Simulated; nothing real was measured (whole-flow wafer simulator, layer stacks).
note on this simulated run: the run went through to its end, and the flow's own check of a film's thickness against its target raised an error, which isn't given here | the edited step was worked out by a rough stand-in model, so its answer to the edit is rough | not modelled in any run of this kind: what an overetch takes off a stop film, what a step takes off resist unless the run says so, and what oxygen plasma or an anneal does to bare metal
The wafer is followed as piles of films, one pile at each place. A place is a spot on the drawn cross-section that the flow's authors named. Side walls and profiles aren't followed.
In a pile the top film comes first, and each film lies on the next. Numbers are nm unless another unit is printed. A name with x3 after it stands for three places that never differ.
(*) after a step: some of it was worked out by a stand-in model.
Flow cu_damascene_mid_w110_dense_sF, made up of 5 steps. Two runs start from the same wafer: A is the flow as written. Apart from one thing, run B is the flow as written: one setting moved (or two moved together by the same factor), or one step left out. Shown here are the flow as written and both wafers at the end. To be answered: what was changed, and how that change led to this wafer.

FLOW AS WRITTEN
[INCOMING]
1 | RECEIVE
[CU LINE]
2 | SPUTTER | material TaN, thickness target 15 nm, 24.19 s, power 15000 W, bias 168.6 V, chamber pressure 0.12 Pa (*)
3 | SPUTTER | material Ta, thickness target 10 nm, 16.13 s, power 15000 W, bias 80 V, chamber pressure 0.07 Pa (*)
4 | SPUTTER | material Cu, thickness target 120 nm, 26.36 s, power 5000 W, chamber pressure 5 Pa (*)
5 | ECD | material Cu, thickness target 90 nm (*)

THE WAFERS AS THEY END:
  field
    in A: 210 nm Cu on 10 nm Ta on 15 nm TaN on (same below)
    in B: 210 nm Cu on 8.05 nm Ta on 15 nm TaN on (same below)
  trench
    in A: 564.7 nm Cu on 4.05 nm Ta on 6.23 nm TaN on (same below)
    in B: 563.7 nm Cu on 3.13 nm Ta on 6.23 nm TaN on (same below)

What caused this: step 3, SPUTTER: power 12080 W was run, though the flow has power 15000 W.

How this came from the change, step by step:
  3 | SPUTTER | material Ta, thickness target 10 nm, 16.13 s, power 15000 W, bias 80 V, chamber pressure 0.07 Pa (*)
      field: A Ta gains 10 (new film) | B Ta gains 8.05 (new film)
      trench: A Ta gains 4.05 (new film) | B Ta gains 3.13 (new film)
